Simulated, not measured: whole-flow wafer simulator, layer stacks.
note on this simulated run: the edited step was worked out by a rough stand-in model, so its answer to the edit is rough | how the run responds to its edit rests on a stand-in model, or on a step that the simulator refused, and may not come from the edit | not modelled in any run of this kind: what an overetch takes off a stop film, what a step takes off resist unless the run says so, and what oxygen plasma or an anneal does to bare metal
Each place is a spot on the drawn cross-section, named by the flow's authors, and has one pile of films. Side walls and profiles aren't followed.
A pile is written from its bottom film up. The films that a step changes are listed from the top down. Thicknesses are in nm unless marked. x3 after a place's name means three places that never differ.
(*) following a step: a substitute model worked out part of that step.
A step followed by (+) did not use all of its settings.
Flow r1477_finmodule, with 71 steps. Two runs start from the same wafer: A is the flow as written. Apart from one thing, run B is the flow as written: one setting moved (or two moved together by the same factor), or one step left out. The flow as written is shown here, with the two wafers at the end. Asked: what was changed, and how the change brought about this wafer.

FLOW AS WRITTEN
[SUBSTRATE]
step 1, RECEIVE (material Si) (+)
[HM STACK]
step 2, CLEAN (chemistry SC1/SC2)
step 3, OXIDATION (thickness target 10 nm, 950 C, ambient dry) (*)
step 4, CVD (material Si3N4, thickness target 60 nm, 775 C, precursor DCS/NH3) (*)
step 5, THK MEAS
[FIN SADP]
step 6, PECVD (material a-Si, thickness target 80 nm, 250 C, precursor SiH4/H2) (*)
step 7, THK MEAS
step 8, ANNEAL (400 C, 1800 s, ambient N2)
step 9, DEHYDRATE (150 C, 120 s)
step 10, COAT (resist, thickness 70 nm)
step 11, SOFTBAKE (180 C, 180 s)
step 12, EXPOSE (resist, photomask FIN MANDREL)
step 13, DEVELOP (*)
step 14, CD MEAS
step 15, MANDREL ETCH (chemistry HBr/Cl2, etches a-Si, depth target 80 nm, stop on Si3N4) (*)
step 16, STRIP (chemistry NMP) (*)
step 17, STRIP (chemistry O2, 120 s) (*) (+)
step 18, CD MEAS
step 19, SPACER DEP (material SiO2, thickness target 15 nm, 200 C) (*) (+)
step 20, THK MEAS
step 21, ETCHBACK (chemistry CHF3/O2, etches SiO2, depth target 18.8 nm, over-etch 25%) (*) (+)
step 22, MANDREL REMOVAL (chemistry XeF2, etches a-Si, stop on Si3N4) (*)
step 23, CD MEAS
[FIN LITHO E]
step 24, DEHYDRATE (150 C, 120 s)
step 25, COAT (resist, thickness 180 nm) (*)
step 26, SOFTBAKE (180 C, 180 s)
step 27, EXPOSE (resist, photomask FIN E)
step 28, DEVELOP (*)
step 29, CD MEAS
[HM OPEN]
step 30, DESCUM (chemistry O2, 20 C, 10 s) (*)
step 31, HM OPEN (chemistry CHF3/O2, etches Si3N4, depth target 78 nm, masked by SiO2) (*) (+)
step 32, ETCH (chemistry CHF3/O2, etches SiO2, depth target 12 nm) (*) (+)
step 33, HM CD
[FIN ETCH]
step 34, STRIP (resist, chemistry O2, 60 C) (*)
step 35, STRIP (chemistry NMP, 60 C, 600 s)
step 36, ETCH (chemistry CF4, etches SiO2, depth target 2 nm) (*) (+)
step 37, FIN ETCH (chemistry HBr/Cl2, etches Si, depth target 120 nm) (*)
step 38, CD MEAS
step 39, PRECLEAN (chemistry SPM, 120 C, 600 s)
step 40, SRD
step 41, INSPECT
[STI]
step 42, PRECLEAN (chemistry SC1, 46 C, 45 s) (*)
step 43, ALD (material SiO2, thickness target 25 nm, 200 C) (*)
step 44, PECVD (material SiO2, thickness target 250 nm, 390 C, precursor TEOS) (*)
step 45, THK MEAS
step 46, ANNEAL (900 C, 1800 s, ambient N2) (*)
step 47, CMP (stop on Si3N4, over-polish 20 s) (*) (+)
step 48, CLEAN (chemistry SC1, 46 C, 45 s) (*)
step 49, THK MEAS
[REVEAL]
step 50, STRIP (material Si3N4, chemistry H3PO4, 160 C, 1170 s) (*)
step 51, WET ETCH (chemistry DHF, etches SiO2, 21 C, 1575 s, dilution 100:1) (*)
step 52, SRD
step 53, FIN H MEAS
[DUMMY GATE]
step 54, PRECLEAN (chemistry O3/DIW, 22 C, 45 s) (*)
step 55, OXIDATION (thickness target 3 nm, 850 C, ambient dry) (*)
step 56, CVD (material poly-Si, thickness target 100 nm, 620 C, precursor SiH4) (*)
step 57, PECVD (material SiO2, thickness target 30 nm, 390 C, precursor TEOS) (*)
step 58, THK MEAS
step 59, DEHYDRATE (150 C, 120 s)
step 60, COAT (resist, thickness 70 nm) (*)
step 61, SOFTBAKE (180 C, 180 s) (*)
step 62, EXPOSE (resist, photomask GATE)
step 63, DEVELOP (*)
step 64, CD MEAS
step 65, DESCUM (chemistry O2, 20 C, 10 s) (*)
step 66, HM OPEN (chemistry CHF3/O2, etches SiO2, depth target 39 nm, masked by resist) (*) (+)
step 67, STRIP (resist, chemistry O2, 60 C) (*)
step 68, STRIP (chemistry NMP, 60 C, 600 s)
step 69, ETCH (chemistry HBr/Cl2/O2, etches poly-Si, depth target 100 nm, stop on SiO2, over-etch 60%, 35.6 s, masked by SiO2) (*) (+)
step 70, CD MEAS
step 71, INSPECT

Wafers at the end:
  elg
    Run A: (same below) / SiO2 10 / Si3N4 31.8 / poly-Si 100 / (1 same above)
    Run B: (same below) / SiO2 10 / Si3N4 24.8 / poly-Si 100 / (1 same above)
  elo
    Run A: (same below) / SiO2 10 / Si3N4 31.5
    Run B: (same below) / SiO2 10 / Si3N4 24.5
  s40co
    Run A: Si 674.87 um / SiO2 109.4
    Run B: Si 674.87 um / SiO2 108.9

Cause: step 21, ETCHBACK: depth target 26.8 nm was run, though the flow has depth target 18.8 nm.

How this came from the change, step by step:
  step 21, ETCHBACK (chemistry CHF3/O2, etches SiO2, depth target 18.8 nm, over-etch 25%) (*) (+)
      pad, padg, elg and 21 more: A -15 SiO2 (all of it), -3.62 Si3N4 | B -15 SiO2 (all of it), -11.2 Si3N4
      s40cg, s45cg, s50cg, s40co, s45co, s50co: A -15.4 SiO2 (all of it), -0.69 a-Si | B -15.4 SiO2 (all of it), -2.29 a-Si
      (as well as at 6 more places)
  step 22, MANDREL REMOVAL (chemistry XeF2, etches a-Si, stop on Si3N4) (*)
      s40cg, s45cg, s50cg, s40co, s45co, s50co: A -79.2 a-Si (all of it) | B -77.6 a-Si (all of it)
  step 25, COAT (resist, thickness 180 nm) (*)
      s40cg, s40co: A +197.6 resist (new film) | B +192.4 resist (new film)
      s40sg_line, s40so_line: A +121.2 resist (new film) | B +124 resist (new film)
      (as well as at 8 more places)
  step 28, DEVELOP (*)
      s40cg, s40co: A -197.6 resist (all of it) | B -192.4 resist (all of it)
      s40sg_line, s40so_line: A -121.2 resist (all of it) | B -124 resist (all of it)
      (as well as at 8 more places)
  step 31, HM OPEN (chemistry CHF3/O2, etches Si3N4, depth target 78 nm, masked by SiO2) (*) (+)
      pad, padg, esg and 13 more: A -56.4 Si3N4 (all of it), -10 SiO2 (all of it) | B -48.8 Si3N4 (all of it), -10 SiO2 (all of it)
      elg, e40lg, e100lg, e200lg, elo, e40lo, e100lo, e200lo: A -78 resist | B -73.1 resist
      (as well as at 12 more places)
  step 32, ETCH (chemistry CHF3/O2, etches SiO2, depth target 12 nm) (*) (+)
      s40cg, s45cg, s50cg, s40co, s45co, s50co: A -1 SiO2 (all of it), -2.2 Si | B -3.43 SiO2 (all of it), -1.71 Si
  step 34, STRIP (resist, chemistry O2, 60 C) (*)
      elg, e40lg, e100lg, e200lg, elo, e40lo, e100lo, e200lo: A -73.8 resist (all of it) | B -78.6 resist (all of it)
  step 43, ALD (material SiO2, thickness target 25 nm, 200 C) (*)
      s40cg, s45cg, s50cg, s40co, s45co, s50co: A +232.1 SiO2 (new film) | B +226 SiO2 (new film)
      esg: A +194.3 SiO2 (new film) | B +186.6 SiO2 (new film)
  step 47, CMP (stop on Si3N4, over-polish 20 s) (*) (+)
      elg, esg, e40lg and 6 more: A -241.6 SiO2 | B -234 SiO2
      s40sg_line, s45sg_line, s50sg_line, s40so_line, s45so_line, s50so_line: A -277.9 SiO2 (all of it), -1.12 Si3N4 | B -272.3 SiO2 (all of it), -1.12 Si3N4
  step 51, WET ETCH (chemistry DHF, etches SiO2, 21 C, 1575 s, dilution 100:1) (*)
      elg, e40lg, e100lg, e200lg, elo, e40lo, e100lo, e200lo: A -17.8 SiO2 (all of it), -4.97 Si3N4 | B -25.5 SiO2 (all of it), -4.35 Si3N4
  step 56, CVD (material poly-Si, thickness target 100 nm, 620 C, precursor SiH4) (*)
      esg: A +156 poly-Si (new film) | B +149.1 poly-Si (new film)
  step 60, COAT (resist, thickness 70 nm) (*)
      e40sg, eso, e40so: A +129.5 resist (new film) | B +122.8 resist (new film)
      e100sg, e100so: A +129.4 resist (new film) | B +122.8 resist (new film)
      (as well as at 2 more places)
  step 63, DEVELOP (*)
      eso, e40so: A -129.5 resist (all of it) | B -122.8 resist (all of it)
      e100so: A -129.4 resist (all of it) | B -122.8 resist (all of it)
      (as well as at 1 more place)
  step 67, STRIP (resist, chemistry O2, 60 C) (*)
      e40sg: A -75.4 resist (all of it) | B -68.7 resist (all of it)
      e100sg: A -75.3 resist (all of it) | B -68.7 resist (all of it)
      (as well as at 1 more place)
